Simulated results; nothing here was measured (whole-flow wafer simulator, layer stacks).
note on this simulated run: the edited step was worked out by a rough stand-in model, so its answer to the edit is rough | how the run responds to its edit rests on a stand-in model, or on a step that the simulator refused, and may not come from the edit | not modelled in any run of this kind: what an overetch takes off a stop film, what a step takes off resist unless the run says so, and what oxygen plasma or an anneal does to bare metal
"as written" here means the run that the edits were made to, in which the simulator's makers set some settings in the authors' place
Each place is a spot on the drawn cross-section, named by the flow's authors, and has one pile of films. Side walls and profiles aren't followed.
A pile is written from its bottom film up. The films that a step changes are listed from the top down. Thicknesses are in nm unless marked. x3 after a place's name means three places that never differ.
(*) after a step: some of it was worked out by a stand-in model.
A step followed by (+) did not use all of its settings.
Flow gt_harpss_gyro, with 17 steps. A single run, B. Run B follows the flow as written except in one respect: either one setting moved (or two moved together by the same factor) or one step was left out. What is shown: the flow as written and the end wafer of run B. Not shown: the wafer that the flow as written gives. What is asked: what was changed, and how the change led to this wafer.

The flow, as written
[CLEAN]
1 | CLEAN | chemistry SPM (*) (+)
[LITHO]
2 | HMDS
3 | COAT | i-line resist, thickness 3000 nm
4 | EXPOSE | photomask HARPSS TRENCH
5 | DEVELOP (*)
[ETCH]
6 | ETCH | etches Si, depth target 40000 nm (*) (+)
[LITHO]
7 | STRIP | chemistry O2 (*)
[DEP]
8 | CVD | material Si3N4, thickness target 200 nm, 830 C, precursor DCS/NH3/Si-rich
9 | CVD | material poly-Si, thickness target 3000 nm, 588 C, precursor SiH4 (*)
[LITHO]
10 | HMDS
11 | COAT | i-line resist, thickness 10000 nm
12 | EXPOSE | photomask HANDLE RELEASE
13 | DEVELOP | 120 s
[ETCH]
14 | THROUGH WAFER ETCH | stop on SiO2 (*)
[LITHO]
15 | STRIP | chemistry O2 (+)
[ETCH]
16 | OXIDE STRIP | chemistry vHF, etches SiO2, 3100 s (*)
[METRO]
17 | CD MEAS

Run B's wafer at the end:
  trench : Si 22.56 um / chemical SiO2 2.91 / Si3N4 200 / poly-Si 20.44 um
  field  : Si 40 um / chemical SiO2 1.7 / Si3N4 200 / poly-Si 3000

The reason: step 6, ETCH: depth target 17440 nm was run, whereas the flow has depth target 40000 nm.

The path from the change to this, step by step:
  6 | ETCH | etches Si, depth target 40000 nm (*) (+)
      trench: -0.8 chemical SiO2 (all of it), -17.44 um Si (as written it would have been: -0.8 chemical SiO2 (all of it), -40 um Si (all of it))
      field: -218 i-line resist (as written it would have been: -500 i-line resist)
  7 | STRIP | chemistry O2 (*)
      trench: +2.91 chemical SiO2 (new film), -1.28 Si (as written it would have been: nothing)
      field: -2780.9 i-line resist (all of it), +0.9 chemical SiO2, -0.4 Si (as written it would have been: -2498.9 i-line resist (all of it), +0.87 chemical SiO2, -0.38 Si)
  8 | CVD | material Si3N4, thickness target 200 nm, 830 C, precursor DCS/NH3/Si-rich
      trench: +200 Si3N4 (new film) (as written it would have been: +195.9 Si3N4 (new film))
  9 | CVD | material poly-Si, thickness target 3000 nm, 588 C, precursor SiH4 (*)
      trench: +20.44 um poly-Si (new film) (as written it would have been: +43.01 um poly-Si (new film))
